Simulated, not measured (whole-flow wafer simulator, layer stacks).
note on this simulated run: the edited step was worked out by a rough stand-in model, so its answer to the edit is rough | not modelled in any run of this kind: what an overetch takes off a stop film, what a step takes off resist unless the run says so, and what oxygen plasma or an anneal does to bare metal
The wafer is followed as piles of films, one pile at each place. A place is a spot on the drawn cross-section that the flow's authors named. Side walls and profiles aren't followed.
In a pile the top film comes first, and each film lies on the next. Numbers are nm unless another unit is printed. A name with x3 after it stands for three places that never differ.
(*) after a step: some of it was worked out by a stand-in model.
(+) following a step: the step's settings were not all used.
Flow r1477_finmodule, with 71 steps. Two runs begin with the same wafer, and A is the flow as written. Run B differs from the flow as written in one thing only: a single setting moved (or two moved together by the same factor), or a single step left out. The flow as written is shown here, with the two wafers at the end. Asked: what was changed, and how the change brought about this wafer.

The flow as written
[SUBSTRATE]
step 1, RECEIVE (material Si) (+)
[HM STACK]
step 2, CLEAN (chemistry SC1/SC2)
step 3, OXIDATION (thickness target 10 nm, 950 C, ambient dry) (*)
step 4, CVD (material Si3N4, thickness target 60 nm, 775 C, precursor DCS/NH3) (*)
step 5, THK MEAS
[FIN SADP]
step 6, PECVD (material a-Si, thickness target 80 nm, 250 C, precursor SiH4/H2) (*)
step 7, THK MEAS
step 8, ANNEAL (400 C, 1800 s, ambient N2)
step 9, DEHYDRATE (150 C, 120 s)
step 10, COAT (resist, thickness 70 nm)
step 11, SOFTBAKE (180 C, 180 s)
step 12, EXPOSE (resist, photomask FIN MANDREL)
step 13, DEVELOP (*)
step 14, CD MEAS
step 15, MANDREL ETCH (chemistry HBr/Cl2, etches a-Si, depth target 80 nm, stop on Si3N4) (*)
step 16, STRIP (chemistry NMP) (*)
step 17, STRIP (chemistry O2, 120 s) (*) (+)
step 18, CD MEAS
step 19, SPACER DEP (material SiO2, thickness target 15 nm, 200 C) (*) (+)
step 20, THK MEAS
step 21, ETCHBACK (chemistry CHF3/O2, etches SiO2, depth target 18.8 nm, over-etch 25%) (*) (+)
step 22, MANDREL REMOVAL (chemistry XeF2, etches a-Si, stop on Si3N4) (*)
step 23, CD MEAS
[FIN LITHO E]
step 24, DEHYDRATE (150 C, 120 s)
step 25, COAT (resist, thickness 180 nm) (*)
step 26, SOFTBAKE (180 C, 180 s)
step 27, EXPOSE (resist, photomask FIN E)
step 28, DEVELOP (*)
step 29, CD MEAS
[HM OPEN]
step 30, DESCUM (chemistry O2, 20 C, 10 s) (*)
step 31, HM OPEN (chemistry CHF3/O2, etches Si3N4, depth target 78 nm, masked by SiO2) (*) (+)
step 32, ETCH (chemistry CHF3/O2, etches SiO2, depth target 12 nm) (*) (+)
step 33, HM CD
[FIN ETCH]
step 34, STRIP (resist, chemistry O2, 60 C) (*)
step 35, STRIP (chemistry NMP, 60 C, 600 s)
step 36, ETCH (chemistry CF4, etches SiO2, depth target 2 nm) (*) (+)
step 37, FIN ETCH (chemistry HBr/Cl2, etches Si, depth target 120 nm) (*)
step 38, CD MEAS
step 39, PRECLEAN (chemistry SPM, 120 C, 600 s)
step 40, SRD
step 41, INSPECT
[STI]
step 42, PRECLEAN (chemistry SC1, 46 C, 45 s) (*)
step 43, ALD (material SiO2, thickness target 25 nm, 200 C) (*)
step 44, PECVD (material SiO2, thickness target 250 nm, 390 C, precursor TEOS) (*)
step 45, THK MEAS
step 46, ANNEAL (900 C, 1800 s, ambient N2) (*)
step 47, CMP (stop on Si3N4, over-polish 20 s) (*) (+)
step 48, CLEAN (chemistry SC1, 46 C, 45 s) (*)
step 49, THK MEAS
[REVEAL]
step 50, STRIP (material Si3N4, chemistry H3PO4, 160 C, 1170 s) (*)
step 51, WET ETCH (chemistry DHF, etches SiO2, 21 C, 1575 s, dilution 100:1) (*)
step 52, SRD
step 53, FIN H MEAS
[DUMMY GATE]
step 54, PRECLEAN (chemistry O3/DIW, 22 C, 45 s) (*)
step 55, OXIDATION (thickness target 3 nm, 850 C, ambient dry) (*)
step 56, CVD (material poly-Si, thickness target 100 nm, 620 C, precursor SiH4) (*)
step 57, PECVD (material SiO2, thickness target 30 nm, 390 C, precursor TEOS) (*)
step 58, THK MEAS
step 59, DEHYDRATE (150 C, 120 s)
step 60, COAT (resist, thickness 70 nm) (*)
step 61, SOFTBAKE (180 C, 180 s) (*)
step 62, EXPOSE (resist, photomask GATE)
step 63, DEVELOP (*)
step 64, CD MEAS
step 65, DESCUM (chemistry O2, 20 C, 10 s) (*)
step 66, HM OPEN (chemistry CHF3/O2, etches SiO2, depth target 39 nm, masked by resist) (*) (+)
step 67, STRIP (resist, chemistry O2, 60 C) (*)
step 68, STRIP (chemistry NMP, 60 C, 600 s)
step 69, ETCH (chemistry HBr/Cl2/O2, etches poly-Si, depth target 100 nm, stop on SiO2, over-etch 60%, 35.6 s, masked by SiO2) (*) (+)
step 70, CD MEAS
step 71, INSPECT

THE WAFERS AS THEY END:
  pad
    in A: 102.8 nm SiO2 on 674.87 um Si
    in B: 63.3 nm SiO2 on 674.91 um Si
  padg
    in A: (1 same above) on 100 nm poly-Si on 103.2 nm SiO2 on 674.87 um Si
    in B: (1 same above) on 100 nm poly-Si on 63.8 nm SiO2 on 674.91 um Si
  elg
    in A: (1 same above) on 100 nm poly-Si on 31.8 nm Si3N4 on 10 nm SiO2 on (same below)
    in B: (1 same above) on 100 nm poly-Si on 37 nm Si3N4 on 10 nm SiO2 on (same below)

What caused this: step 37, FIN ETCH: depth target 80.4 nm was run, though the flow has depth target 120 nm.

How this came from the change, step by step:
  step 37, FIN ETCH (chemistry HBr/Cl2, etches Si, depth target 120 nm) (*)
      pad, padg, esg and 19 more: A -120 Si | B -80.4 Si
      elg, e40lg, e100lg, e200lg, elo, e40lo, e100lo, e200lo: A -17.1 Si3N4 | B -11.5 Si3N4
      (and at 6 other places as well)
  step 43, ALD (material SiO2, thickness target 25 nm, 200 C) (*)
      s40cg, s45cg, s50cg, s40co, s45co, s50co: A +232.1 SiO2 (new film) | B +195.5 SiO2 (new film)
      esg: A +194.3 SiO2 (new film) | B +160.3 SiO2 (new film)
  step 47, CMP (stop on Si3N4, over-polish 20 s) (*) (+)
      pad, padg, e40sg and 11 more: A -71.8 SiO2 | B -111.4 SiO2
      elg, esg, e40lg and 6 more: A -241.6 SiO2 | B -247.3 SiO2
      (and at 1 other place as well)
  step 51, WET ETCH (chemistry DHF, etches SiO2, 21 C, 1575 s, dilution 100:1) (*)
      elg, e40lg, e100lg, e200lg, elo, e40lo, e100lo, e200lo: A -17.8 SiO2 (all of it), -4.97 Si3N4 | B -12.2 SiO2 (all of it), -5.43 Si3N4
  step 56, CVD (material poly-Si, thickness target 100 nm, 620 C, precursor SiH4) (*)
      esg: A +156 poly-Si (new film) | B +161.2 poly-Si (new film)
  step 60, COAT (resist, thickness 70 nm) (*)
      e40sg, eso, e40so: A +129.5 resist (new film) | B +134.4 resist (new film)
      e100sg, e100so: A +129.4 resist (new film) | B +134.3 resist (new film)
      (and at 2 other places as well)
  step 63, DEVELOP (*)
      eso, e40so: A -129.5 resist (all of it) | B -134.4 resist (all of it)
      e100so: A -129.4 resist (all of it) | B -134.3 resist (all of it)
      (and at 1 other place as well)
  step 67, STRIP (resist, chemistry O2, 60 C) (*)
      e40sg: A -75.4 resist (all of it) | B -80.2 resist (all of it)
      e100sg: A -75.3 resist (all of it) | B -80.2 resist (all of it)
      (and at 1 other place as well)
